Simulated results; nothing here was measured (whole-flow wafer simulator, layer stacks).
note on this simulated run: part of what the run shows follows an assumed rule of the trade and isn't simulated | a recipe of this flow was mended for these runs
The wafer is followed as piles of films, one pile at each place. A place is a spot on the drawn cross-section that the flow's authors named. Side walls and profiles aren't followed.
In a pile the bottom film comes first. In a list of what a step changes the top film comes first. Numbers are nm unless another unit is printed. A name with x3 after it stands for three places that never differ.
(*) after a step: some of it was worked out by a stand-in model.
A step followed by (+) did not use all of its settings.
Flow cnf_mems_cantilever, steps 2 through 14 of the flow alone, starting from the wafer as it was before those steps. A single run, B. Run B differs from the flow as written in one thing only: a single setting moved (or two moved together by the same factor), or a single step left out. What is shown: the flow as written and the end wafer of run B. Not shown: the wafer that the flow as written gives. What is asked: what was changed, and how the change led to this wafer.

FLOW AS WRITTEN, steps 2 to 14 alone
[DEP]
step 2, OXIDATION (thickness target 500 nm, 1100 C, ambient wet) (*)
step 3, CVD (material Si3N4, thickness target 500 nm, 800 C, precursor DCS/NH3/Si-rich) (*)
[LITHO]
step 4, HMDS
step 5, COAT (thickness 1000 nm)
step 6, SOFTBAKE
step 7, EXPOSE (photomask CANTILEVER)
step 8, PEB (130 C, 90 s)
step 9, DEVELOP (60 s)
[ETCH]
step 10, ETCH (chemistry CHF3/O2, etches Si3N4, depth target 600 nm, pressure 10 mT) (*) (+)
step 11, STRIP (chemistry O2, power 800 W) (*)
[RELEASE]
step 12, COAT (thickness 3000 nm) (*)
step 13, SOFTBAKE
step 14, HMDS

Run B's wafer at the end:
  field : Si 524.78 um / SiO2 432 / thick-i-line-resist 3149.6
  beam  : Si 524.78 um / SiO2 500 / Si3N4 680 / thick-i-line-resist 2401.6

What caused this: step 3, CVD: thickness target 680 nm was run, whereas the flow has thickness target 500 nm; step 10, ETCH: depth target 816 nm was run, where the flow has depth target 600 nm.
The wafer lets one read it off: beam has Si3N4 680, and step 3 as written asks for 500 nm.

How this came from the change, step by step:
  step 3, CVD (material Si3N4, thickness target 500 nm, 800 C, precursor DCS/NH3/Si-rich) (*)
      field, beam: +680 Si3N4 (new film) (in the flow as written it would be: +500 Si3N4 (new film))
  step 10, ETCH (chemistry CHF3/O2, etches Si3N4, depth target 600 nm, pressure 10 mT) (*) (+)
      field: -680 Si3N4 (all of it), -68 SiO2 (in the flow as written it would be: -500 Si3N4 (all of it), -50 SiO2)
      beam: -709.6 KrF-resist (in the flow as written it would be: -521.7 KrF-resist)
  step 11, STRIP (chemistry O2, power 800 W) (*)
      beam: -273.1 KrF-resist (all of it) (in the flow as written it would be: -460.9 KrF-resist (all of it))
  step 12, COAT (thickness 3000 nm) (*)
      beam: +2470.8 thick-i-line-resist (new film) (in the flow as written it would be: +2607.6 thick-i-line-resist (new film))
  step 13, SOFTBAKE
      field: +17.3 thick-i-line-resist (in the flow as written it would be: +11.9 thick-i-line-resist)
      beam: -69.2 thick-i-line-resist (in the flow as written it would be: -47.6 thick-i-line-resist)
